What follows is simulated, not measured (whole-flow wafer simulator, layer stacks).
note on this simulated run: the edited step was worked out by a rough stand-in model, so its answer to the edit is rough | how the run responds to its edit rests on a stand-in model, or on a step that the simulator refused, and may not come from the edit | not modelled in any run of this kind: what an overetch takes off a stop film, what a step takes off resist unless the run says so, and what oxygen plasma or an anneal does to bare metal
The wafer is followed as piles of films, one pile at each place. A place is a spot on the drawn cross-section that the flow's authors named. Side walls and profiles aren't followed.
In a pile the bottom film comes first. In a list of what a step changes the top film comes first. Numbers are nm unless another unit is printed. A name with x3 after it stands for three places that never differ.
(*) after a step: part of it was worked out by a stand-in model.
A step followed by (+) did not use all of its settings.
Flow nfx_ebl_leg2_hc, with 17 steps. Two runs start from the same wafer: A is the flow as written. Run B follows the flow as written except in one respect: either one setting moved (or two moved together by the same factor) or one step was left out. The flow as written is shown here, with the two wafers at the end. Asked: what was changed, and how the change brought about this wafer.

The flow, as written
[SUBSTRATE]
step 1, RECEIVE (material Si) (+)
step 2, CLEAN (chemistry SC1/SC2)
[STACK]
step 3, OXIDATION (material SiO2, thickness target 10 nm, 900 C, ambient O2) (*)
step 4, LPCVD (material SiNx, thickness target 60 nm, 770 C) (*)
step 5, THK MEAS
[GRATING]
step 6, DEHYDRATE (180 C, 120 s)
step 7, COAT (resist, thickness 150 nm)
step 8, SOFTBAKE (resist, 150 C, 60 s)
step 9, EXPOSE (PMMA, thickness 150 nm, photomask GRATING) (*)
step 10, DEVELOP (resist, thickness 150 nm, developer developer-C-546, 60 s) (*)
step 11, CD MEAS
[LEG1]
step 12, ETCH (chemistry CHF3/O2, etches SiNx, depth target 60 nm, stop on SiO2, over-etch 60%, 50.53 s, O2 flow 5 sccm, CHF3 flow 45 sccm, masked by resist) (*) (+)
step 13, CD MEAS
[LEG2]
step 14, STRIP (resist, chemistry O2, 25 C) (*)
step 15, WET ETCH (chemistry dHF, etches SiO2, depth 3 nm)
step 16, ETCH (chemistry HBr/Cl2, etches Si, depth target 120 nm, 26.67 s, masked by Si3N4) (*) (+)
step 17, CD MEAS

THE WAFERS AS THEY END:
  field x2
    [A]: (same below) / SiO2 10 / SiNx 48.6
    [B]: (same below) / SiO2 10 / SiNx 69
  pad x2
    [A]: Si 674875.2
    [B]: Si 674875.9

The reason: step 4, LPCVD: thickness target 80.4 nm was run, while the flow as written has thickness target 60 nm.

Step by step, how the change led to this:
  step 4, LPCVD (material SiNx, thickness target 60 nm, 770 C) (*)
      field x2, pad x2: A SiNx gains 60 (new film) | B SiNx gains 80.4 (new film)
  step 12, ETCH (chemistry CHF3/O2, etches SiNx, depth target 60 nm, stop on SiO2, over-etch 60%, 50.53 s, O2 flow 5 sccm, CHF3 flow 45 sccm, masked by resist) (*) (+)
      pad x2: A SiNx loses 60 (all of it), SiO2 loses 10 (all of it) | B SiNx loses 80.4 (all of it), SiO2 loses 7.8
  step 14, STRIP (resist, chemistry O2, 25 C) (*)
      pad x2: A chemical SiO2 gains 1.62 (new film), Si loses 0.71 | B nothing
  step 15, WET ETCH (chemistry dHF, etches SiO2, depth 3 nm)
      pad x2: A chemical SiO2 loses 1.62 (all of it) | B SiO2 loses 2.2 (all of it)
